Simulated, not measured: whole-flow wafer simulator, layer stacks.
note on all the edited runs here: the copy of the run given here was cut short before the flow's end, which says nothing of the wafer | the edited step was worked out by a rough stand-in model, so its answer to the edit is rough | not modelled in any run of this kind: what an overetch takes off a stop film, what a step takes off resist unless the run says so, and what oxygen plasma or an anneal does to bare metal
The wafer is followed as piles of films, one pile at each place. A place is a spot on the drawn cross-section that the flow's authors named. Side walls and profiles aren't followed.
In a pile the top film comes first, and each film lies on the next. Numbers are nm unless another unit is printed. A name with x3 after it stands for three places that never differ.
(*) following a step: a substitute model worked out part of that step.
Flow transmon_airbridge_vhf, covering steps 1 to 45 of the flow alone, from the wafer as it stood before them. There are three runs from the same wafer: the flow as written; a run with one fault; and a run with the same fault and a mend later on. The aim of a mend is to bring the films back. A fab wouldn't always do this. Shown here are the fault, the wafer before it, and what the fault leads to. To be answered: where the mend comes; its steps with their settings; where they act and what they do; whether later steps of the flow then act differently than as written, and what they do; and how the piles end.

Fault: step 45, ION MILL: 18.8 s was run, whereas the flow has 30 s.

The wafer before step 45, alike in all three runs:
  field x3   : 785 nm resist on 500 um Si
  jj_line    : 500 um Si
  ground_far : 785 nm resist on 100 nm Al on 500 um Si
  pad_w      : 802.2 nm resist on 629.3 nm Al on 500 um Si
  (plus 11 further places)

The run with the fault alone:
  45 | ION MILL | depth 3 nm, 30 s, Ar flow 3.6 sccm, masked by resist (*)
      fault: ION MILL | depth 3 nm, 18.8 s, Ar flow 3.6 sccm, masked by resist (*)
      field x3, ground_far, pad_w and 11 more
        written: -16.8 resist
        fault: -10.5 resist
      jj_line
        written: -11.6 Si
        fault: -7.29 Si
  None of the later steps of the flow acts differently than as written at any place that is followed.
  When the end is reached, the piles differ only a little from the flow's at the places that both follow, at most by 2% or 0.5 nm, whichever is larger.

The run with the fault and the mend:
  After step 45 comes the mend.
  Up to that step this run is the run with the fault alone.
  45a | ION MILL | depth 3 nm, 11.2 s, Ar flow 3.6 sccm, masked by resist (*) (the flow's step 45, run once more with other settings)
      field x3, ground_far, pad_w and 11 more
        -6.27 resist
      jj_line
        -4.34 Si
  None of the later steps of the flow acts differently than as written at any place that is followed.
  By the end, the piles equal the flow's at every place that both follow.
